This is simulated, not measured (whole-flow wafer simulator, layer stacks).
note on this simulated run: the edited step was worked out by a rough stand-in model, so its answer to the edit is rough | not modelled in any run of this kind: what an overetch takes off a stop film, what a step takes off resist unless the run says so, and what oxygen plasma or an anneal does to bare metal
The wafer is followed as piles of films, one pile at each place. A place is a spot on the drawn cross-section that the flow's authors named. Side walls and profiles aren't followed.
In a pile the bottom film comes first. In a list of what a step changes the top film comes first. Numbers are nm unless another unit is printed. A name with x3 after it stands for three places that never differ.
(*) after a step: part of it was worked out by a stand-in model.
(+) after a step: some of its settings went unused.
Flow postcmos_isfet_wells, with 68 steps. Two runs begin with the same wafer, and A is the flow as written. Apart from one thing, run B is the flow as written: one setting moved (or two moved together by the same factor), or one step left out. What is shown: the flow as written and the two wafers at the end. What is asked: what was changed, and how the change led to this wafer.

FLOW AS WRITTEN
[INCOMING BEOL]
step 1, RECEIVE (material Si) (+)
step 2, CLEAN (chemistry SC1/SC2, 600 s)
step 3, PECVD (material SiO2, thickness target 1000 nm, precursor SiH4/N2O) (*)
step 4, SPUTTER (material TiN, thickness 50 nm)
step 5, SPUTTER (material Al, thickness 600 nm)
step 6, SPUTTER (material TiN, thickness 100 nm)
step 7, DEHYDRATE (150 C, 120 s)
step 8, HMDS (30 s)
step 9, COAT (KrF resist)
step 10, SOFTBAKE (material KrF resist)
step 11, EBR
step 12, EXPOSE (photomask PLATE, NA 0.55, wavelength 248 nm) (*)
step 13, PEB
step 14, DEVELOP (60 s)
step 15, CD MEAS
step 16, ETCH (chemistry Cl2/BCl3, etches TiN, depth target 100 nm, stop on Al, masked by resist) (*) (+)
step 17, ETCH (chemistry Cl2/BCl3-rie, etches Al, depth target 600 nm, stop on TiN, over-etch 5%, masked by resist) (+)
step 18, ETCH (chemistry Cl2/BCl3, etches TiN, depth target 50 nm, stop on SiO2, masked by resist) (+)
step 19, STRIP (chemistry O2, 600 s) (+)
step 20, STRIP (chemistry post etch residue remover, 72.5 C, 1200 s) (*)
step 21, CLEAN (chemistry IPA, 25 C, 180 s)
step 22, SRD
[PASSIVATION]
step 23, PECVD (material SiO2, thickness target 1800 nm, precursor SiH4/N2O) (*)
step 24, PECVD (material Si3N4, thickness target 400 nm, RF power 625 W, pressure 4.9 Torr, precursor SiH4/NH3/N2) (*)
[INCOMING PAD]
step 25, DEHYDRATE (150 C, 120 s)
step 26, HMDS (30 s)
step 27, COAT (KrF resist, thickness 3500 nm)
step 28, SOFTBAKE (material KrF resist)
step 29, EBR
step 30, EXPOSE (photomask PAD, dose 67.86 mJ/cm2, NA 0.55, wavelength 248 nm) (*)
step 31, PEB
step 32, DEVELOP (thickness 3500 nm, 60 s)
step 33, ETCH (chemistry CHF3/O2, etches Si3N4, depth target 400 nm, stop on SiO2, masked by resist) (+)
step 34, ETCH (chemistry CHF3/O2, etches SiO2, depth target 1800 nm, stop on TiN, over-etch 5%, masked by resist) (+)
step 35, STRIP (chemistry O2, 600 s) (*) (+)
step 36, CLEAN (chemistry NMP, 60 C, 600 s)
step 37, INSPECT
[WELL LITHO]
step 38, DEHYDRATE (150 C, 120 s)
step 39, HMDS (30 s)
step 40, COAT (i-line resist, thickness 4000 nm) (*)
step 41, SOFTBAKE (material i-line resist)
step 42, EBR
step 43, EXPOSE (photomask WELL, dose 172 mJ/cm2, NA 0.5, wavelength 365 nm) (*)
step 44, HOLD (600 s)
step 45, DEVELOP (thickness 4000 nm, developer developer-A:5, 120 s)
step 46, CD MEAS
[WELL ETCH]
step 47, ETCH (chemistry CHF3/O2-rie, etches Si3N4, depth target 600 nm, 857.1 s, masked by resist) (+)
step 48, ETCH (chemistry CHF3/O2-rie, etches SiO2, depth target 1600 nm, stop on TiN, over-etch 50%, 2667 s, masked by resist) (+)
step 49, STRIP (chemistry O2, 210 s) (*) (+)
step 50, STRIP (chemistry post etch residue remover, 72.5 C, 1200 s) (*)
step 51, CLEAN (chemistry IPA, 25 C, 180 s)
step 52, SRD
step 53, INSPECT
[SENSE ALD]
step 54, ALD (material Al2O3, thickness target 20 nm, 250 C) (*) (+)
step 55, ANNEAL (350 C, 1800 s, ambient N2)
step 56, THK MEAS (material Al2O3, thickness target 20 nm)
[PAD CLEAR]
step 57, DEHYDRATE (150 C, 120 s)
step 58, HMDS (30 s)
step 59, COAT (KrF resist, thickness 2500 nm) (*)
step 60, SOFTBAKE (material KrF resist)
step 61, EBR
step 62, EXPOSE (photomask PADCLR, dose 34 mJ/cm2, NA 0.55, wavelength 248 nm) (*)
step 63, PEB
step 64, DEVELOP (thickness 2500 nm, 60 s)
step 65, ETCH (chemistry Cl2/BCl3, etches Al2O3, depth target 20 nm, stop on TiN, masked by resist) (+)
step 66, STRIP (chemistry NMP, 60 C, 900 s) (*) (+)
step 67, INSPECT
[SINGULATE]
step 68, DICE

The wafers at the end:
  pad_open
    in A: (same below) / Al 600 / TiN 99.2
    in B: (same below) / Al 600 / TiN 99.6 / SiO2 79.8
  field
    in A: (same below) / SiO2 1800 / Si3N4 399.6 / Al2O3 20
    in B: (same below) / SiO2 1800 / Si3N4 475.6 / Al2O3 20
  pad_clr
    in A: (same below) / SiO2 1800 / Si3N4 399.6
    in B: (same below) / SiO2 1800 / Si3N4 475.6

What caused this: step 24, PECVD: thickness target 476 nm was run, whereas the flow has thickness target 400 nm.

Step by step, how the change led to this:
  step 24, PECVD (material Si3N4, thickness target 400 nm, RF power 625 W, pressure 4.9 Torr, precursor SiH4/NH3/N2) (*)
      field, margin, well900, well1300 x3, pad_rim, pad_clr, pad_open: A +400 Si3N4 (new film) | B +476 Si3N4 (new film)
  step 33, ETCH (chemistry CHF3/O2, etches Si3N4, depth target 400 nm, stop on SiO2, masked by resist) (+)
      pad_open: A -400 Si3N4 (all of it) | B -400 Si3N4
  step 34, ETCH (chemistry CHF3/O2, etches SiO2, depth target 1800 nm, stop on TiN, over-etch 5%, masked by resist) (+)
      pad_open: A -1800 SiO2 (all of it) | B -76 Si3N4 (all of it), -1720.2 SiO2
  step 47, ETCH (chemistry CHF3/O2-rie, etches Si3N4, depth target 600 nm, 857.1 s, masked by resist) (+)
      well900, well1300 x3: A -400 Si3N4 (all of it), -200 SiO2 | B -476 Si3N4 (all of it), -124 SiO2
  step 48, ETCH (chemistry CHF3/O2-rie, etches SiO2, depth target 1600 nm, stop on TiN, over-etch 50%, 2667 s, masked by resist) (+)
      well900, well1300 x3: A -1600 SiO2 (all of it) | B -1676 SiO2 (all of it)
  step 59, COAT (KrF resist, thickness 2500 nm) (*)
      field: A +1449 KrF resist (new film) | B +1412.7 KrF resist (new film)
      margin: A +1448.9 KrF resist (new film) | B +1412.6 KrF resist (new film)
  step 66, STRIP (chemistry NMP, 60 C, 900 s) (*) (+)
      field: A -1400.1 KrF resist (all of it) | B -1364.1 KrF resist (all of it)
      margin: A -1400.1 KrF resist (all of it) | B -1364 KrF resist (all of it)
